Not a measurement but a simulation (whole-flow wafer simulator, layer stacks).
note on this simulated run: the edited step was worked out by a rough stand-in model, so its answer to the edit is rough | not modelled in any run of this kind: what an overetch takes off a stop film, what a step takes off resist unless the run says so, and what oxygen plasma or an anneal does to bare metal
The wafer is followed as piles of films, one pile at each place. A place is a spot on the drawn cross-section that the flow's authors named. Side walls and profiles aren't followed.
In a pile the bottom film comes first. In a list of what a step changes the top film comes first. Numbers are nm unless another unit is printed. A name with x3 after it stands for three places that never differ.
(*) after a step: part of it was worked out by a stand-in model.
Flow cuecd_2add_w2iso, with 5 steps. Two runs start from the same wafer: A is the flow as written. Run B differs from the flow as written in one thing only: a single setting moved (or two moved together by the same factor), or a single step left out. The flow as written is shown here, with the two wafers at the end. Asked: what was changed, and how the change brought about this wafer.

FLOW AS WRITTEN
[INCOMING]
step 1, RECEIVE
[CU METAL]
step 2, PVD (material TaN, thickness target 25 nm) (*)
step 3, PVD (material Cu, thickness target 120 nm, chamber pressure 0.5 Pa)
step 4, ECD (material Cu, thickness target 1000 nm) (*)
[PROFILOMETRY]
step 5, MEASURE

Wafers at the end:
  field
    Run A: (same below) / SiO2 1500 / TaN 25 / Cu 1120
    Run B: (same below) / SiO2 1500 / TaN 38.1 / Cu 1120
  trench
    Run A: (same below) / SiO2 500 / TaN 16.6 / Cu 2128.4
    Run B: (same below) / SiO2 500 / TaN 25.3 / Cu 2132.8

The reason: step 2, PVD: thickness target 38.1 nm was run, while the flow as written has thickness target 25 nm.
The wafer lets one read it off: field has TaN 38.1, and step 2 as written asks for 25 nm.

The path from the change to this, step by step:
  step 2, PVD (material TaN, thickness target 25 nm) (*)
      field: A TaN gains 25 (new film) | B TaN gains 38.1 (new film)
      trench: A TaN gains 16.6 (new film) | B TaN gains 25.3 (new film)
